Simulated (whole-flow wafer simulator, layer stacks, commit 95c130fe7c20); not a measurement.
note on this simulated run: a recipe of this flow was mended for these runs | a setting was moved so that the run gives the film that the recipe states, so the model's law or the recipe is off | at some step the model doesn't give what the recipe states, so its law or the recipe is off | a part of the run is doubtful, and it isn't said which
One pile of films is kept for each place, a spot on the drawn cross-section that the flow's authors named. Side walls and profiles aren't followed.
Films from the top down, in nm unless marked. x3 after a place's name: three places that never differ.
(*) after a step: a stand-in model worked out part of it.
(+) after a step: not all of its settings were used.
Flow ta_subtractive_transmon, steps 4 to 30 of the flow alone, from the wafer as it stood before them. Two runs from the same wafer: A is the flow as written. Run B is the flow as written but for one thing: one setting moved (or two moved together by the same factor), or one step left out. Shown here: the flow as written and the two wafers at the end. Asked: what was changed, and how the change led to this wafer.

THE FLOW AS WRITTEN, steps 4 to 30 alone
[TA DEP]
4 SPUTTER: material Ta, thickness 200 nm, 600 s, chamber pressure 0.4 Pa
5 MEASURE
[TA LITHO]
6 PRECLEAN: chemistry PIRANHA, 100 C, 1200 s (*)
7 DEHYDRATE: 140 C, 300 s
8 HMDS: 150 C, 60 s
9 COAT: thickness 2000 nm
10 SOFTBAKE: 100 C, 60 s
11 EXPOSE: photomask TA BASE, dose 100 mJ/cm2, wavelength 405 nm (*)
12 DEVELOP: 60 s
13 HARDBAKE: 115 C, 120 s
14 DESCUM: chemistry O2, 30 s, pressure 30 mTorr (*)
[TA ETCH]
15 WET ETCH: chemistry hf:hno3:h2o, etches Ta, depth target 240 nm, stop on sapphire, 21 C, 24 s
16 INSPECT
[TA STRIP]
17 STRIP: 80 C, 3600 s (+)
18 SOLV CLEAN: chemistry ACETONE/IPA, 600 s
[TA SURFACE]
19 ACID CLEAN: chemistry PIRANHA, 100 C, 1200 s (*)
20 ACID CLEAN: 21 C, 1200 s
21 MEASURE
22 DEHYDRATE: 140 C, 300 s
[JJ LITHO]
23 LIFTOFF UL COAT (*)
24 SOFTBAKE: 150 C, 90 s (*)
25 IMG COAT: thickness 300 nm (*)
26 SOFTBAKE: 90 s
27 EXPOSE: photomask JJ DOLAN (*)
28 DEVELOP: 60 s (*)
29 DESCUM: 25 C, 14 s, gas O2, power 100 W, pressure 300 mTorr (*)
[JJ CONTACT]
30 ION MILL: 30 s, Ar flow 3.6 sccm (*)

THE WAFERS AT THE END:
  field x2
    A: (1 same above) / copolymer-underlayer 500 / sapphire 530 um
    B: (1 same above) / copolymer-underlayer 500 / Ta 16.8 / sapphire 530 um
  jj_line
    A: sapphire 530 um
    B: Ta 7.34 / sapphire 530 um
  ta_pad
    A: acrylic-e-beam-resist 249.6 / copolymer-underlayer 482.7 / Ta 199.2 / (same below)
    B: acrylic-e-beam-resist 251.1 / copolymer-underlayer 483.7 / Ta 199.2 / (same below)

The cause: step 15, WET ETCH: 18.24 s was run, where the flow has 24 s.

How the change led to this, step by step:
  15 WET ETCH: chemistry hf:hno3:h2o, etches Ta, depth target 240 nm, stop on sapphire, 21 C, 24 s
      field x2, jj_line, lead: A Ta -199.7 (all of it) | B Ta -182.4
  30 ION MILL: 30 s, Ar flow 3.6 sccm (*)
      jj_line, lead: A sapphire -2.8 | B Ta -9.45
Counting metal films that touch as one body, field x2 has 1 body; the flow as written gives 0 bodies.
Counting metal films that touch as one body, jj_line has 1 body; the flow as written gives 0 bodies.
